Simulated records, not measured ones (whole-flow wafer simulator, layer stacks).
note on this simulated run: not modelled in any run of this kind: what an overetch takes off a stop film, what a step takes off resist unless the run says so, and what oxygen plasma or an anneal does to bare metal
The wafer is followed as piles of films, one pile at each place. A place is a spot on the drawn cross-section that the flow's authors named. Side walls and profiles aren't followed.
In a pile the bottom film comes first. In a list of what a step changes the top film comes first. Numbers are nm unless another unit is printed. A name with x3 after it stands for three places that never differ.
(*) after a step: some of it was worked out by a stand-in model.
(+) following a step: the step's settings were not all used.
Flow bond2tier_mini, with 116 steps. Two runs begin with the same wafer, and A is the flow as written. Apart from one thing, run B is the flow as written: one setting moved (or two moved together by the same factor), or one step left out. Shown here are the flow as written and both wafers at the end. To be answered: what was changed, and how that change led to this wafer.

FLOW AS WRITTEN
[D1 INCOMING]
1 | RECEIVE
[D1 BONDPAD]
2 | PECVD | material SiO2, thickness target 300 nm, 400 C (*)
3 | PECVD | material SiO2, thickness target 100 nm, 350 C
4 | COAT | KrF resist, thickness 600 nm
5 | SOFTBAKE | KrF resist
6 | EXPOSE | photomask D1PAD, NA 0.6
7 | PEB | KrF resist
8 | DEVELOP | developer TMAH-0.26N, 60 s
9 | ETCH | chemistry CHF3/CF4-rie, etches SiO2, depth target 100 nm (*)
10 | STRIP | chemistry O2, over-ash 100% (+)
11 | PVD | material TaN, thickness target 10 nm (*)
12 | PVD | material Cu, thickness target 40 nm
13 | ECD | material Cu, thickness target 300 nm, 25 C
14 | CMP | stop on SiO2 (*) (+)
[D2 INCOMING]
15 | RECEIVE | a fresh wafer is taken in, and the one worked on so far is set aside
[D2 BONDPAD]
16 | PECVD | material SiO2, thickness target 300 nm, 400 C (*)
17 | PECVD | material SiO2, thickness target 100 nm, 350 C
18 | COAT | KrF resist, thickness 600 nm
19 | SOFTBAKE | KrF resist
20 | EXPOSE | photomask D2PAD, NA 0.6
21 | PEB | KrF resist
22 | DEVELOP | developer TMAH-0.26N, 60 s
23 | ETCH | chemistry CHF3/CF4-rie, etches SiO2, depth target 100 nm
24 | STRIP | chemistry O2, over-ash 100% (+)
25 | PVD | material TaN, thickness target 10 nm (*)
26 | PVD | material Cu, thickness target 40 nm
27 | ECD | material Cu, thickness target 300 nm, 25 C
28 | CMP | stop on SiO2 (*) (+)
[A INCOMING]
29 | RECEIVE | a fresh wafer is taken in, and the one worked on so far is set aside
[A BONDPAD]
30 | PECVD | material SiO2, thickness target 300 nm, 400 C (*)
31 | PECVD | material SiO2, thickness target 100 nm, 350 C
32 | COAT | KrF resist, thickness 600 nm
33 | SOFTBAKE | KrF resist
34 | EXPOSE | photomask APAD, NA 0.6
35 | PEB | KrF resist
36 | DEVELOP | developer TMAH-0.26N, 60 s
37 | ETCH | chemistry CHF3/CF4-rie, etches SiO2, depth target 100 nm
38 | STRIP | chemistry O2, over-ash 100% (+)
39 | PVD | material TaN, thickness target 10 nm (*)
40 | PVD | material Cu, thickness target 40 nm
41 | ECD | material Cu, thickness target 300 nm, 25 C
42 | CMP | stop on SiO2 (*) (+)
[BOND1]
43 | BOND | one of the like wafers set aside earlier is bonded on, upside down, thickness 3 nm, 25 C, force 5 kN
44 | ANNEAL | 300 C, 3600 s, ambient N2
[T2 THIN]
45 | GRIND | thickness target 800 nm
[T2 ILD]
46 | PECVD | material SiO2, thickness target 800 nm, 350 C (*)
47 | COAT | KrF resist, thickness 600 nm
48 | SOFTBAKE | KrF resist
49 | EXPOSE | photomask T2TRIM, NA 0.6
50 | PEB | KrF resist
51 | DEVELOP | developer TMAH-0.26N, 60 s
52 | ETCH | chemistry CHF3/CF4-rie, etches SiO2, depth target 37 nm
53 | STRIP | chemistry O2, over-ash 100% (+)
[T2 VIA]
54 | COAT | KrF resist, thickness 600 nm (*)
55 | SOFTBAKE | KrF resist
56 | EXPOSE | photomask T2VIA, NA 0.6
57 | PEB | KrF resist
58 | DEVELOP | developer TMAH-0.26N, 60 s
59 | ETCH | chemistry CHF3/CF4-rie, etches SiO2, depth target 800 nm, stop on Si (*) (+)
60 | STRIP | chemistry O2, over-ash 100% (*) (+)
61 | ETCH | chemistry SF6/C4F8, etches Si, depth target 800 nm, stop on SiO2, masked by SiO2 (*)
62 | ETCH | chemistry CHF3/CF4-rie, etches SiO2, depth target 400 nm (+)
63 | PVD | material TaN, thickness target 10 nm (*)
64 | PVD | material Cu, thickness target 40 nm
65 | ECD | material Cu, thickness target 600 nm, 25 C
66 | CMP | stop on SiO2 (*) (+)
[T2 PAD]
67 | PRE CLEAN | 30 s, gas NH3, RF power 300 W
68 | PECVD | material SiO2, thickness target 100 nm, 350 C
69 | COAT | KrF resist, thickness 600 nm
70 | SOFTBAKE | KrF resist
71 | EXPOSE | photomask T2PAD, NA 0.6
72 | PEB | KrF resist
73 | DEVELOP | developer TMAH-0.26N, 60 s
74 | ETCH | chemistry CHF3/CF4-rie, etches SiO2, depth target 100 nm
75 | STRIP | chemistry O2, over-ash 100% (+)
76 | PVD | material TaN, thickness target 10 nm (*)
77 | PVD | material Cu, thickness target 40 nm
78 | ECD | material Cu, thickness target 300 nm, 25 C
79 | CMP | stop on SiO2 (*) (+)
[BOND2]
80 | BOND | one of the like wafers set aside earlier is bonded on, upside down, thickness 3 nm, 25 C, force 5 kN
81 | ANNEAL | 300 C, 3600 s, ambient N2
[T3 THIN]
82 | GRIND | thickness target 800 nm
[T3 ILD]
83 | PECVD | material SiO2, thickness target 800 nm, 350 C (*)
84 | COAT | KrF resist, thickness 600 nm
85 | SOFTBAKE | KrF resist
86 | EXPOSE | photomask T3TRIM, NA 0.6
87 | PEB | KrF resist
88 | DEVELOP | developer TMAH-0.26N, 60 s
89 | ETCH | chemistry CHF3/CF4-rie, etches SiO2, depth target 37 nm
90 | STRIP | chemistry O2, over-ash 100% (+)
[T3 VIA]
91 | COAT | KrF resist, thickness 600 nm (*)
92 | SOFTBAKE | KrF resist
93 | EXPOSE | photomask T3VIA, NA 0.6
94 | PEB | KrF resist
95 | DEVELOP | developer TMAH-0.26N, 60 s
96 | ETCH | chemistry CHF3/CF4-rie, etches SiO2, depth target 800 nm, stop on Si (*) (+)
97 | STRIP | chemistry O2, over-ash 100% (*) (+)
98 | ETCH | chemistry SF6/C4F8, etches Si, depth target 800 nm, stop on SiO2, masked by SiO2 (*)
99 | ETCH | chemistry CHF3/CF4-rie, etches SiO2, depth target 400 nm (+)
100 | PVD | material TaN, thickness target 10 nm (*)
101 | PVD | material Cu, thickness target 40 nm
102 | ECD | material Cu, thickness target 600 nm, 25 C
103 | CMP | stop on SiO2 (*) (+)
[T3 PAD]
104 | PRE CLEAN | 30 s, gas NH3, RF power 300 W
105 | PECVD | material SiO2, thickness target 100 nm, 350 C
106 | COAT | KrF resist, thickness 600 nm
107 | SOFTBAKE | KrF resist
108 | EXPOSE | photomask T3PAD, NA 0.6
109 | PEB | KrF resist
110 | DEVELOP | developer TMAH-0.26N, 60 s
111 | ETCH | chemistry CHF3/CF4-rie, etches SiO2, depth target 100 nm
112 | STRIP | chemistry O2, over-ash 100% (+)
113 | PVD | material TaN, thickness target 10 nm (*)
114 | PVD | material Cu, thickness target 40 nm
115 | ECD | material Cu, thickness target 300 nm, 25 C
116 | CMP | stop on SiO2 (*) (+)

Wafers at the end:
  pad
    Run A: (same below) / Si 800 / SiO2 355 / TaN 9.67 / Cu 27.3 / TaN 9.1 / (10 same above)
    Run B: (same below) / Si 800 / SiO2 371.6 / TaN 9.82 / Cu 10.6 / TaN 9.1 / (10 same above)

The reason: step 52, ETCH: depth target 20.4 nm was run, though the flow has depth target 37 nm.

The path from the change to this, step by step:
  52 | ETCH | chemistry CHF3/CF4-rie, etches SiO2, depth target 37 nm
      pad, via: A -37 SiO2 | B -20.4 SiO2
      field: A -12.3 KrF resist | B -6.8 KrF resist
  59 | ETCH | chemistry CHF3/CF4-rie, etches SiO2, depth target 800 nm, stop on Si (*) (+)
      via: A -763 SiO2 (all of it) | B -779.6 SiO2 (all of it)
  60 | STRIP | chemistry O2, over-ash 100% (*) (+)
      field: A -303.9 KrF resist (all of it) | B -310.9 KrF resist (all of it)
      pad: A -336 KrF resist (all of it) | B -328.6 KrF resist (all of it)
  65 | ECD | material Cu, thickness target 600 nm, 25 C
      pad: A +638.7 Cu | B +621.3 Cu
